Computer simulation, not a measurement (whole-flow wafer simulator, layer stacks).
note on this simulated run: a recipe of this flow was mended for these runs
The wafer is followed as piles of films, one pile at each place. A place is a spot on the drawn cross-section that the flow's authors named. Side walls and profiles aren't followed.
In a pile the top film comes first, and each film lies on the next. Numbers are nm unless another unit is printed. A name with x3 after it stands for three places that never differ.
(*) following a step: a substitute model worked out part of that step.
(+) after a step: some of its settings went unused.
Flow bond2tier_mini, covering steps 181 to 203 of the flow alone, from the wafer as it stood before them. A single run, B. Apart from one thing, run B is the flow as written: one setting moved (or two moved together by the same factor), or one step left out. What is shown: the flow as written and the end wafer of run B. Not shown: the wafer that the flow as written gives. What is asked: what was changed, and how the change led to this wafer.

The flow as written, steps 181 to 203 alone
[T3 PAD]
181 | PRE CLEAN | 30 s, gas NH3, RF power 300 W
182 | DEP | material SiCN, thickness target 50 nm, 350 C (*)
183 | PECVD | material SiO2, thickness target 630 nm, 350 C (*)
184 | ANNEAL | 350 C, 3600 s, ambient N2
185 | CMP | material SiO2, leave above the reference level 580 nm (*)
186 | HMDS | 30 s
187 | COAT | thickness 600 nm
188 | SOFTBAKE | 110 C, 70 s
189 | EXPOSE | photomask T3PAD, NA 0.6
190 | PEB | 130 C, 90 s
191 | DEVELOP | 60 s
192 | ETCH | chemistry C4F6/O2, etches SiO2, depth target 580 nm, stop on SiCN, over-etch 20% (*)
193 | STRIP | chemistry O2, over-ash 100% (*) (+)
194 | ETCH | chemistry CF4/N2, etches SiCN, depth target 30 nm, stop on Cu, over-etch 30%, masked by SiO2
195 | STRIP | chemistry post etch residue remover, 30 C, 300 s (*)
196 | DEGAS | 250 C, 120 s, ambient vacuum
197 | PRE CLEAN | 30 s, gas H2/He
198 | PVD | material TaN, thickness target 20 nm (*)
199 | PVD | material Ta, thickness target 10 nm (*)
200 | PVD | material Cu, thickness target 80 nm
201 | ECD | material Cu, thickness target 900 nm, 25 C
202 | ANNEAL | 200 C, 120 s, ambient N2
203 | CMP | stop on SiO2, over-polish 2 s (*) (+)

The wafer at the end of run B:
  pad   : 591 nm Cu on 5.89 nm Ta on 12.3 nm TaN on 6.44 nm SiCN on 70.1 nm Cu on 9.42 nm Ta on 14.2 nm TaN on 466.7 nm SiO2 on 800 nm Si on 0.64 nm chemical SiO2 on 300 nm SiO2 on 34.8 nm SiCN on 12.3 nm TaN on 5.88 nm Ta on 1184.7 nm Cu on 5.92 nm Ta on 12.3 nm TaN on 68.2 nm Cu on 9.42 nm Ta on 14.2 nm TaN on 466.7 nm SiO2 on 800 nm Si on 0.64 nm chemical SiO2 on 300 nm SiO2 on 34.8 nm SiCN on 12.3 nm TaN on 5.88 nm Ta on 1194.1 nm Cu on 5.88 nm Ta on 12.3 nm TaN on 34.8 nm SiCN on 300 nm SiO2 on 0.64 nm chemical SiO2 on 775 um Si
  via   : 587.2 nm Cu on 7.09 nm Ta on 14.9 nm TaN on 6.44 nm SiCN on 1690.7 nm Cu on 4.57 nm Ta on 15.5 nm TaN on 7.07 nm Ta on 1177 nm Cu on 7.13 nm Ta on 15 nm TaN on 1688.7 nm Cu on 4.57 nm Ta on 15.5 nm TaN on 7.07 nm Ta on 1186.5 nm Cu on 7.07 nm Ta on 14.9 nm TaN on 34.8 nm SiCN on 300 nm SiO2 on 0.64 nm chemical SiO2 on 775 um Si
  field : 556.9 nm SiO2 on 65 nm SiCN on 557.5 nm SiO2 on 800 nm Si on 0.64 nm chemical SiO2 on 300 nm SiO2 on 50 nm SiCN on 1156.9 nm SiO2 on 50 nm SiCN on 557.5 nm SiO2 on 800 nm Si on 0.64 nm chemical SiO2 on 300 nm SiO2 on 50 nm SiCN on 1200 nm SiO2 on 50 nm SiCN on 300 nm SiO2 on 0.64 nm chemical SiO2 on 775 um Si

The reason: step 182, DEP: thickness target 65 nm was run, while the flow as written has thickness target 50 nm.
The wafer lets one read it off: field has SiCN 65, and step 182 as written asks for 50 nm.

Step by step, how the change led to this:
  182 | DEP | material SiCN, thickness target 50 nm, 350 C (*)
      field, pad, via: SiCN gains 65 (new film) (in the flow as written it would be: SiCN gains 50 (new film))
  194 | ETCH | chemistry CF4/N2, etches SiCN, depth target 30 nm, stop on Cu, over-etch 30%, masked by SiO2
      pad, via: SiCN loses 39 (in the flow as written it would be: SiCN loses 30.4 (all of it), Cu loses 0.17)
  195 | STRIP | chemistry post etch residue remover, 30 C, 300 s (*)
      pad, via: nothing (in the flow as written it would be: Cu loses 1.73)
Taking metal films that touch as one body, pad has 4 bodies (between them, from the top down: SiCN 6.44; SiO2 466.7 / Si 800 / chemical SiO2 0.64 / SiO2 300 / SiCN 34.8; SiO2 466.7 / Si 800 / chemical SiO2 0.64 / SiO2 300 / SiCN 34.8); the flow as written gives 3 bodies (between them, from the top down: SiO2 466.7 / Si 800 / chemical SiO2 0.64 / SiO2 300 / SiCN 34.8; SiO2 466.7 / Si 800 / chemical SiO2 0.64 / SiO2 300 / SiCN 34.8).
Taking metal films that touch as one body, via has 2 bodies (between them, from the top down: SiCN 6.44); the flow as written gives 1 body.
